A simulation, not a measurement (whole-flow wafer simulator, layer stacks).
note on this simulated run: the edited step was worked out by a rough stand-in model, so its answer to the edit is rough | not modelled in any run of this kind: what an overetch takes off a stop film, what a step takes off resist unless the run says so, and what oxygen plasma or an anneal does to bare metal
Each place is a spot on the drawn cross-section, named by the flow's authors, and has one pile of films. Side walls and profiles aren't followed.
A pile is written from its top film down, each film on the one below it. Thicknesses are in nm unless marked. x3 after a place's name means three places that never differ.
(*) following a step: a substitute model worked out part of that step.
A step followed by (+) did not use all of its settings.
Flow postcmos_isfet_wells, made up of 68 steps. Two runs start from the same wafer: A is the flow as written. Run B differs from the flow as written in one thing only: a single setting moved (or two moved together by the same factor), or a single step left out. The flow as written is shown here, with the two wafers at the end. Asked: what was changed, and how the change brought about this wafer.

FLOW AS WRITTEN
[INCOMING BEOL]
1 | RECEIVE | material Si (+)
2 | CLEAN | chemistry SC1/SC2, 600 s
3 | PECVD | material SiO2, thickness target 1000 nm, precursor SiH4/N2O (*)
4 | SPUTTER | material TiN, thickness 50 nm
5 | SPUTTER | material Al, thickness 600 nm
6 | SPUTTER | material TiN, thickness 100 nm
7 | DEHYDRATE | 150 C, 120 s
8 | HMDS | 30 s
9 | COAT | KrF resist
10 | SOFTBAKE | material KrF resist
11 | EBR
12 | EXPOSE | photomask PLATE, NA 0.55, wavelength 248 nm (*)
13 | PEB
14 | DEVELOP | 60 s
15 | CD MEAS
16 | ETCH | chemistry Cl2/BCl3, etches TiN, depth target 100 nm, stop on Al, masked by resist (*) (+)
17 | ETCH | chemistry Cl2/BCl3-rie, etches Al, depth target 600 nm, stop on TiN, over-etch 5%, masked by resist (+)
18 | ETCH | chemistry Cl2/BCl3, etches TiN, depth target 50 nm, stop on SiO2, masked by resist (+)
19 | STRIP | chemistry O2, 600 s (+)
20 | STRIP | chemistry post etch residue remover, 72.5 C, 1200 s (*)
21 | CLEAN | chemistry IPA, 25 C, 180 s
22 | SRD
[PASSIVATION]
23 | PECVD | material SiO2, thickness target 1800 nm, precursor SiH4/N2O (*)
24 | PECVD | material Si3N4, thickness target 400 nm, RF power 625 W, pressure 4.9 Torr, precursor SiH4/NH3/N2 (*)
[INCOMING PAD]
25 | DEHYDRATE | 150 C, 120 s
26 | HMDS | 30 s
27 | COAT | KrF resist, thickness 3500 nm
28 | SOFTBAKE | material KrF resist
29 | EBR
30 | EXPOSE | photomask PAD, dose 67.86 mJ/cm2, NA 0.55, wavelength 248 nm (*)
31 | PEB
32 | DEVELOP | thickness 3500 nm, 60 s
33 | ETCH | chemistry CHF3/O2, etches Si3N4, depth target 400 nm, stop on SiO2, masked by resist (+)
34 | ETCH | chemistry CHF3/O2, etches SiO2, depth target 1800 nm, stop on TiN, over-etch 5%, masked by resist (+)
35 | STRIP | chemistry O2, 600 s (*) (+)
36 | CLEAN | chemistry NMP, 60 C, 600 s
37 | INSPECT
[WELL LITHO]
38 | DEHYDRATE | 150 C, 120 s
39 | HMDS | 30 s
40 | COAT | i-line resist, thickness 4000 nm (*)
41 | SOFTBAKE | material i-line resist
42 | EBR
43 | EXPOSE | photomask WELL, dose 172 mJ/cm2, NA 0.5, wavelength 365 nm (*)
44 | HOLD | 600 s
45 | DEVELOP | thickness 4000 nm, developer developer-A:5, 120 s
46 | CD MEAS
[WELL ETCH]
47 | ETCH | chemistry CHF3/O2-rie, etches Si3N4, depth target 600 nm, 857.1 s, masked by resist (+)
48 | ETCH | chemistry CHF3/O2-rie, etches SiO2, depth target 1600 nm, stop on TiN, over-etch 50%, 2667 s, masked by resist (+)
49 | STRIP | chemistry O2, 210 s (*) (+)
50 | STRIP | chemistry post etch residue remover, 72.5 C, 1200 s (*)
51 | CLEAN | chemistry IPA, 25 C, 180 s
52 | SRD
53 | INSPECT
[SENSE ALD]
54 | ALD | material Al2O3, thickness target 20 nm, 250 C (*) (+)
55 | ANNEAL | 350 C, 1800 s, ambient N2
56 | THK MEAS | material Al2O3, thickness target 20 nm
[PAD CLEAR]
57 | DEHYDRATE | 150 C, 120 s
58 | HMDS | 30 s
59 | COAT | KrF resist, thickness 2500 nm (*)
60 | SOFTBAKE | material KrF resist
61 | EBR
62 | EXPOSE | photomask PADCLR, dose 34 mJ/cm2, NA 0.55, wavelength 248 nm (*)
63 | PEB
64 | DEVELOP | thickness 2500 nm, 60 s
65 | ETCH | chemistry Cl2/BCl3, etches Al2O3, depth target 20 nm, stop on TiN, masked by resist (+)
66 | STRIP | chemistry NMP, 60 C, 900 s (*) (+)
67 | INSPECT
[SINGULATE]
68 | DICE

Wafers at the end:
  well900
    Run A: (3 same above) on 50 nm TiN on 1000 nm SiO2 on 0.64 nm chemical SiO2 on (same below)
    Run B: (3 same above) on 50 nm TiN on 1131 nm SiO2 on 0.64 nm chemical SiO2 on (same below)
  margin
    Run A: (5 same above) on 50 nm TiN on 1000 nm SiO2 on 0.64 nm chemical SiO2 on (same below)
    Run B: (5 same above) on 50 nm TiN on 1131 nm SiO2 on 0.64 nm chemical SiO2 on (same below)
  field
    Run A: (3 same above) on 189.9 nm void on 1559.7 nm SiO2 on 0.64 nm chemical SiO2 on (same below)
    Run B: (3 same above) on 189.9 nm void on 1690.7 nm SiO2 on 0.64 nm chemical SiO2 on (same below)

Cause: step 3, PECVD: thickness target 1131 nm was run, while the flow as written has thickness target 1000 nm.
The wafer lets one read it off: well900 has SiO2 1131, and step 3 as written asks for 1000 nm.

The path from the change to this, step by step:
  3 | PECVD | material SiO2, thickness target 1000 nm, precursor SiH4/N2O (*)
      field, margin, well900, well1300 x3, pad_rim, pad_clr, pad_open: A SiO2 gains 1000 (new film) | B SiO2 gains 1131 (new film)
